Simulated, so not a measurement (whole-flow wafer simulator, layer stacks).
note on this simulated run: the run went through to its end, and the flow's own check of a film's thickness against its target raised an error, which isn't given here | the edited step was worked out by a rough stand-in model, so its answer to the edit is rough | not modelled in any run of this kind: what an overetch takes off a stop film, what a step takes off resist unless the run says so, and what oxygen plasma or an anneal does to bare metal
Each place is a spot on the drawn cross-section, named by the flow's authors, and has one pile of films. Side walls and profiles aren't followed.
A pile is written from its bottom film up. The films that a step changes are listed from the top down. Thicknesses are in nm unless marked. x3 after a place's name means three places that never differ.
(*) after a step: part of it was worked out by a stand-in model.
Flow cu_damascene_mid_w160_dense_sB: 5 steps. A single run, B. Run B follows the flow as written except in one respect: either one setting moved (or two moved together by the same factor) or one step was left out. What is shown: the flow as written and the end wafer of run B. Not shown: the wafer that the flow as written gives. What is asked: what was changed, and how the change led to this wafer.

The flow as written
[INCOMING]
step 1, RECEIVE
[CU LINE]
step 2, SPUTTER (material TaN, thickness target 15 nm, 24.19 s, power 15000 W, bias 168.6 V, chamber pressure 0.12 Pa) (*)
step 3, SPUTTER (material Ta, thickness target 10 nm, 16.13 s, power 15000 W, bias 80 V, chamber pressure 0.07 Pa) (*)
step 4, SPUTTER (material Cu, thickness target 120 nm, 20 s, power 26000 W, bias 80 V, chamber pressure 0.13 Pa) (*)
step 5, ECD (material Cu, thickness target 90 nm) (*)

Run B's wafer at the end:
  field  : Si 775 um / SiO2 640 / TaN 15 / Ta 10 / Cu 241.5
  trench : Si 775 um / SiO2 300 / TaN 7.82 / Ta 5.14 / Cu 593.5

Cause: step 5, ECD: thickness target 121.5 nm was run, though the flow has thickness target 90 nm.

Step by step, how the change led to this:
  step 5, ECD (material Cu, thickness target 90 nm) (*)
      field: Cu gains 121.5 (as written it would have been: Cu gains 90)
      trench: Cu gains 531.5 (as written it would have been: Cu gains 500)
